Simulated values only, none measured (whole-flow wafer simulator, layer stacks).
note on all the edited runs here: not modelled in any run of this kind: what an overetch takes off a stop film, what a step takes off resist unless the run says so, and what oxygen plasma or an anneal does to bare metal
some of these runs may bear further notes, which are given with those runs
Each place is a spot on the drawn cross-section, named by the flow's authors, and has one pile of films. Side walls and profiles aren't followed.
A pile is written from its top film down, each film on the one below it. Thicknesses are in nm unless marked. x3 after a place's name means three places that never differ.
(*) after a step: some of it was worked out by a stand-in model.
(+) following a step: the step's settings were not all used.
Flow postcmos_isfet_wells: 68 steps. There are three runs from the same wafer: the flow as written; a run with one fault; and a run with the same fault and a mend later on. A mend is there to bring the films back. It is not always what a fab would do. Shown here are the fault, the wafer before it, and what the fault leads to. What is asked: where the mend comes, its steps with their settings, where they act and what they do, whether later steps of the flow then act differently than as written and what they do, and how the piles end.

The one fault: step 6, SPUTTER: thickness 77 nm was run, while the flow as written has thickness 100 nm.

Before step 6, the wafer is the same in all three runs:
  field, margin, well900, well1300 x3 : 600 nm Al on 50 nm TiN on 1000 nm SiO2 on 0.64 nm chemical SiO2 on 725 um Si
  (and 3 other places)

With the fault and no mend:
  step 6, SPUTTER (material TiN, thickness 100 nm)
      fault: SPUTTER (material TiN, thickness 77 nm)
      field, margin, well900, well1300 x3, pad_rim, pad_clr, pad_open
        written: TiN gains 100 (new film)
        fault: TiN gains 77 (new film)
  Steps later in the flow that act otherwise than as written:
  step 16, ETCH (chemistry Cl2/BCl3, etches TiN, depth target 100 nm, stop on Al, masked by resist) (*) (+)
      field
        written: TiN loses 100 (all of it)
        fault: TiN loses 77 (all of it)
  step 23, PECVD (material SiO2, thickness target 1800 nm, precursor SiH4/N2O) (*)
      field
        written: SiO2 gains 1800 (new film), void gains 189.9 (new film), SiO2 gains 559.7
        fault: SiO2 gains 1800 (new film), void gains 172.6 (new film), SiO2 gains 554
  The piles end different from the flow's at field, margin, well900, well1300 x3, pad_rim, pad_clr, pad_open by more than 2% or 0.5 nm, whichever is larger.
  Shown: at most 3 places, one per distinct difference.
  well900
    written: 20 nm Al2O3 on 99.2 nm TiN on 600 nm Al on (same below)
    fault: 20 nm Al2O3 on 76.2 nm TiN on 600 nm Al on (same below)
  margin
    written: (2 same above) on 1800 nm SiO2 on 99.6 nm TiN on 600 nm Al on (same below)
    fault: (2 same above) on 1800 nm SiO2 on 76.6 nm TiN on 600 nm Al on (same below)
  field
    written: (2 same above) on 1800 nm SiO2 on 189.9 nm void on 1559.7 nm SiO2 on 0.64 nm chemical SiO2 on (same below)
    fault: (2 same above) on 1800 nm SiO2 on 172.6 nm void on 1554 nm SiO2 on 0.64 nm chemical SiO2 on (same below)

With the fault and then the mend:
  After step 6 comes the mend.
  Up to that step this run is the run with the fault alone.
  step 6a, SPUTTER (material TiN, thickness 23 nm) (the flow's step 6 again, with other settings)
      field, margin, well900, well1300 x3, pad_rim, pad_clr, pad_open
        TiN gains 23
  Every later step of the flow that is run acts as written at every place that is followed.
  At every place that both follow, the piles at the end match the flow's.
